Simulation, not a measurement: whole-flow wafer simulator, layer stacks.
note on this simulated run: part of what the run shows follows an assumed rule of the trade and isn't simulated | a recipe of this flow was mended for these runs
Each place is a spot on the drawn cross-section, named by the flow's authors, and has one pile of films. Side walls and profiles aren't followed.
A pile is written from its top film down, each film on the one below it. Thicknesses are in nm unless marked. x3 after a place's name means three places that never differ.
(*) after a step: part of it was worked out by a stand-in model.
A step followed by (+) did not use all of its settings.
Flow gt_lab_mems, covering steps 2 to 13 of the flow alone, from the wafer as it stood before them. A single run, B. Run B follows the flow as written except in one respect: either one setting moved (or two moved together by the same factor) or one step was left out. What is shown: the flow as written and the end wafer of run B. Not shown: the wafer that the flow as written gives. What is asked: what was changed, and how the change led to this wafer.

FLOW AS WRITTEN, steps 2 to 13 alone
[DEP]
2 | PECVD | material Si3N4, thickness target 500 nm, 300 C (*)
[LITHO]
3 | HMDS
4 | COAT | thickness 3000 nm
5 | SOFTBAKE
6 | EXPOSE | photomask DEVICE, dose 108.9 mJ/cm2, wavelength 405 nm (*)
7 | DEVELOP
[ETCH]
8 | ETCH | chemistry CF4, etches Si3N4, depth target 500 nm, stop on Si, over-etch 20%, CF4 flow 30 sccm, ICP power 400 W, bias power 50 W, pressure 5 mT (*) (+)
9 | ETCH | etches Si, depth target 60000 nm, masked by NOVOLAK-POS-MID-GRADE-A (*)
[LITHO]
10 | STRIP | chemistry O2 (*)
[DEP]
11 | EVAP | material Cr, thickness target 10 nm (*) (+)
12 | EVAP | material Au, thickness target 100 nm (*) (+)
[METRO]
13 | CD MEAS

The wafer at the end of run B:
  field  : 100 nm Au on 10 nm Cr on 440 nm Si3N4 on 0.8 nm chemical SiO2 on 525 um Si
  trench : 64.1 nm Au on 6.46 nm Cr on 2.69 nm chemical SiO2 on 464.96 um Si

Cause: step 2, PECVD: thickness target 440 nm was run, whereas the flow has thickness target 500 nm.
The wafer lets one read it off: field has Si3N4 440, and step 2 as written asks for 500 nm.

The path from the change to this, step by step:
  2 | PECVD | material Si3N4, thickness target 500 nm, 300 C (*)
      field, trench: Si3N4 gains 440 (new film) (it would be, as written: Si3N4 gains 500 (new film))
  8 | ETCH | chemistry CF4, etches Si3N4, depth target 500 nm, stop on Si, over-etch 20%, CF4 flow 30 sccm, ICP power 400 W, bias power 50 W, pressure 5 mT (*) (+)
      field: g/i-line-resist loses 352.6 (it would be, as written: g/i-line-resist loses 400)
      trench: Si3N4 loses 440 (all of it), chemical SiO2 loses 0.8 (all of it), Si loses 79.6 (it would be, as written: Si3N4 loses 500 (all of it), chemical SiO2 loses 0.8 (all of it), Si loses 49.6)
  10 | STRIP | chemistry O2 (*)
      field: g/i-line-resist loses 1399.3 (all of it) (it would be, as written: g/i-line-resist loses 1352 (all of it))
